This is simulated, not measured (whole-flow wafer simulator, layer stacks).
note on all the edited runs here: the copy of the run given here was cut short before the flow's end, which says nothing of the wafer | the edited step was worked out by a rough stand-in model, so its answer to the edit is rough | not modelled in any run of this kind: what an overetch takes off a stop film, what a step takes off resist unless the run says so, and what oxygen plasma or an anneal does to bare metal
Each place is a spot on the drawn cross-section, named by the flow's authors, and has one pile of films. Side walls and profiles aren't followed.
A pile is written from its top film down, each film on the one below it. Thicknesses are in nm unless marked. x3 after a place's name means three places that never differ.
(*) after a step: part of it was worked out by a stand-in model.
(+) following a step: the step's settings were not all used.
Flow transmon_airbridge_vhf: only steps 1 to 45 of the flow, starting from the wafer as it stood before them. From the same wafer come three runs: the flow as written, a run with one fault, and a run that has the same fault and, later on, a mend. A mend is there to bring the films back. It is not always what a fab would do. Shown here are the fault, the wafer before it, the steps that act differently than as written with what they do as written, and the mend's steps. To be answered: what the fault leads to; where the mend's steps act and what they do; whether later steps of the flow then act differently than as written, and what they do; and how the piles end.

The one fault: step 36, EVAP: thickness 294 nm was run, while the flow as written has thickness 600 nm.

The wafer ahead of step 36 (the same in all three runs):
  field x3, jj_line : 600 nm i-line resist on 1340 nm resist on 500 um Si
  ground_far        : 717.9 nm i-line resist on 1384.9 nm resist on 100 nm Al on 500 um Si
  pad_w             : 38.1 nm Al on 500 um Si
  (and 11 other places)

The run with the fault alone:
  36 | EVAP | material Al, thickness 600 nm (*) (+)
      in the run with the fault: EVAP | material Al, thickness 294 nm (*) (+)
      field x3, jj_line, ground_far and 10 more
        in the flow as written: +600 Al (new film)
        in the run with the fault: +294 Al (new film)
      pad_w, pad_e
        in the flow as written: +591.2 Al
        in the run with the fault: +289.7 Al
  Steps further on in the flow that do not act as written:
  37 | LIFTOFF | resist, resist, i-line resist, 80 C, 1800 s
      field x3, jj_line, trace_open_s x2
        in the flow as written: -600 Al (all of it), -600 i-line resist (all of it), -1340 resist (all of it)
        in the run with the fault: -294 Al (all of it), -600 i-line resist (all of it), -1340 resist (all of it)
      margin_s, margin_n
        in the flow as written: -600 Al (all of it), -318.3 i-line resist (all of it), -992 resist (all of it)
        in the run with the fault: -294 Al (all of it), -318.3 i-line resist (all of it), -992 resist (all of it)
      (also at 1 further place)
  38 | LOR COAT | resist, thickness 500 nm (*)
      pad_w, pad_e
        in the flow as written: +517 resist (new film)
        in the run with the fault: +545.9 resist (new film)
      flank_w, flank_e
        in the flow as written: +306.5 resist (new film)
        in the run with the fault: +313.7 resist (new film)
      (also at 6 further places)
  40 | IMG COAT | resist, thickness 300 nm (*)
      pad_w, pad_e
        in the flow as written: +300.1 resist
        in the run with the fault: +314.8 resist
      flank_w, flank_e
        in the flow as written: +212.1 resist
        in the run with the fault: +222.5 resist
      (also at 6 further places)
  At pad_w, flank_w, gap_w and 7 more, the piles at the end differ from the flow's by more than 2% or 0.5 nm, whichever is larger.
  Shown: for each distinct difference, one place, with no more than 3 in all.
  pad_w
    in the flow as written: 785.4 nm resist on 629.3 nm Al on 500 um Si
    in the run with the fault: 828.9 nm resist on 327.8 nm Al on 500 um Si
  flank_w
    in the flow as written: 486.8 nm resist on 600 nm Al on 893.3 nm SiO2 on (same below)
    in the run with the fault: 504.4 nm resist on 294 nm Al on 893.3 nm SiO2 on (same below)
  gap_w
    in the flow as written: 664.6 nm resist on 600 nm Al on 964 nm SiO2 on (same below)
    in the run with the fault: 687.3 nm resist on 294 nm Al on 964 nm SiO2 on (same below)

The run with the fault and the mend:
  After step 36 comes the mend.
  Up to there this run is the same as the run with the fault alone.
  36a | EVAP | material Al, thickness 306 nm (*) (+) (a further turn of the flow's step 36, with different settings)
      field x3, jj_line, ground_far and 10 more
        +306 Al
      pad_w, pad_e
        +301.5 Al
  None of the later steps of the flow differs from how it acts as written, at any place that is followed, by more than 2% or 0.5 nm, whichever is larger.
  When the end is reached, the piles differ only a little from the flow's at the places that both follow, at most by 2% or 0.5 nm, whichever is larger.
